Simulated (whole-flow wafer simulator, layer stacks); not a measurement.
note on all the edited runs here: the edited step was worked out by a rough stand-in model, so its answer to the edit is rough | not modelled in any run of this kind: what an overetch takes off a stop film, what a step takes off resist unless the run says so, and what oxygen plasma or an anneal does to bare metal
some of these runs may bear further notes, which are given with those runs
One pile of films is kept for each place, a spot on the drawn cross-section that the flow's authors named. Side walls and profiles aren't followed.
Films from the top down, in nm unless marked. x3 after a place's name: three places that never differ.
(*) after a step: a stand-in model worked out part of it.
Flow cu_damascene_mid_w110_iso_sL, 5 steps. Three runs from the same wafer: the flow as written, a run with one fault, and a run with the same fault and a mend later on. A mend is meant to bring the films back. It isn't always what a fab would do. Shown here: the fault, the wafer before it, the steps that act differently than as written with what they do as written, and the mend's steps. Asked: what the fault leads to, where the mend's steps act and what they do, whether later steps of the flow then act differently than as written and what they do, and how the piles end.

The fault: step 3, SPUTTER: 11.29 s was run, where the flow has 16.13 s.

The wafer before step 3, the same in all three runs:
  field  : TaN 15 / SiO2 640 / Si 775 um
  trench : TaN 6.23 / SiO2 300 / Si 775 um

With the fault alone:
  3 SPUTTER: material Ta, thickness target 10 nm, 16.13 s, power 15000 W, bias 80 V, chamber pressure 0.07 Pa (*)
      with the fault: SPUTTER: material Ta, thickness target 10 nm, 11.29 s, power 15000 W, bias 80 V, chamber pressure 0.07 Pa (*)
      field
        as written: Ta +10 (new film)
        with the fault: Ta +7 (new film)
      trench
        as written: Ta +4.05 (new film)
        with the fault: Ta +2.83 (new film)
  No later step of the flow acts differently than as written, at any place that is followed, by more than 2% or 0.5 nm, whichever is larger.
  At the end the piles differ from the flow's by more than 2% or 0.5 nm, whichever is larger, at field, trench.
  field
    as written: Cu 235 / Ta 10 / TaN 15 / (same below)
    with the fault: Cu 235 / Ta 7 / TaN 15 / (same below)
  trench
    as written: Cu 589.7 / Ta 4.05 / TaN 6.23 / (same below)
    with the fault: Cu 587.9 / Ta 2.83 / TaN 6.23 / (same below)

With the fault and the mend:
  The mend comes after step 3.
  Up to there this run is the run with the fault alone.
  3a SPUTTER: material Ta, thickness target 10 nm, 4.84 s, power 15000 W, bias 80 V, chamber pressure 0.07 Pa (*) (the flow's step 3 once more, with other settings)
      field
        Ta +3
      trench
        Ta +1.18
  No later step of the flow acts differently than as written at any place that is followed.
  At the end the piles differ from the flow's only slightly at the places that both follow, by at most 2% or 0.5 nm, whichever is larger.
